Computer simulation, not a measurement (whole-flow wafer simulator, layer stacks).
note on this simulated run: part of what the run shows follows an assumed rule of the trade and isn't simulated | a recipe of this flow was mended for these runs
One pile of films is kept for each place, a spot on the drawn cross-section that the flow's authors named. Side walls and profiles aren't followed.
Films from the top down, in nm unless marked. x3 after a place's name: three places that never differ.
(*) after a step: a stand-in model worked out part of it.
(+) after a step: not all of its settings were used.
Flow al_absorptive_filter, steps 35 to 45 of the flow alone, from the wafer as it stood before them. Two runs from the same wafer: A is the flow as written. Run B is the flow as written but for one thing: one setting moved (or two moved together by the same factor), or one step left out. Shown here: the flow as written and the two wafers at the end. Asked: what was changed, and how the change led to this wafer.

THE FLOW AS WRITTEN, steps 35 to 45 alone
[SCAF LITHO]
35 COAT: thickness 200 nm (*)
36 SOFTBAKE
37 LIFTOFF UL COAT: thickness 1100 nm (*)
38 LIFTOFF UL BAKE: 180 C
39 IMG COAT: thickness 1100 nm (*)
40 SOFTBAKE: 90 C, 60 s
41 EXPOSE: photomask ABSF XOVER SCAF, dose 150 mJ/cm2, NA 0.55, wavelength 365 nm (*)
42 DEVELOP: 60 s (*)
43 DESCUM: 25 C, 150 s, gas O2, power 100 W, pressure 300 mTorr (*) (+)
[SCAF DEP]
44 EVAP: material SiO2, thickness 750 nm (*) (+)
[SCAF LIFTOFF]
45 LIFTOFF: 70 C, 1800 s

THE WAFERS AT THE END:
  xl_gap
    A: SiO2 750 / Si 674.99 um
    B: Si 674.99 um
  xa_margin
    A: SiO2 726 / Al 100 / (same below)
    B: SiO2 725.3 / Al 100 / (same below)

The cause: step 43, DESCUM: 99 s was run, where the flow has 150 s.

How the change led to this, step by step:
  43 DESCUM: 25 C, 150 s, gas O2, power 100 W, pressure 300 mTorr (*) (+)
      xl_gap: A acrylic-e-beam-resist -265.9 (all of it) | B acrylic-e-beam-resist -210.6
      gnd x3, pad_far, pad_near, ledge, res, idc_field, idc_line, idc_space: A i-line-resist -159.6 | B i-line-resist -105.3
  45 LIFTOFF: 70 C, 1800 s
      xl_gap: A nothing | B SiO2 -750 (all of it), acrylic-e-beam-resist -55.3 (all of it)
      gnd x3, idc_field: A SiO2 -750 (all of it), i-line-resist -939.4 (all of it), lift-off-underlayer -1100 (all of it), acrylic-e-beam-resist -200 (all of it) | B SiO2 -750 (all of it), i-line-resist -993.6 (all of it), lift-off-underlayer -1100 (all of it), acrylic-e-beam-resist -200 (all of it)
      (and at 6 more places)
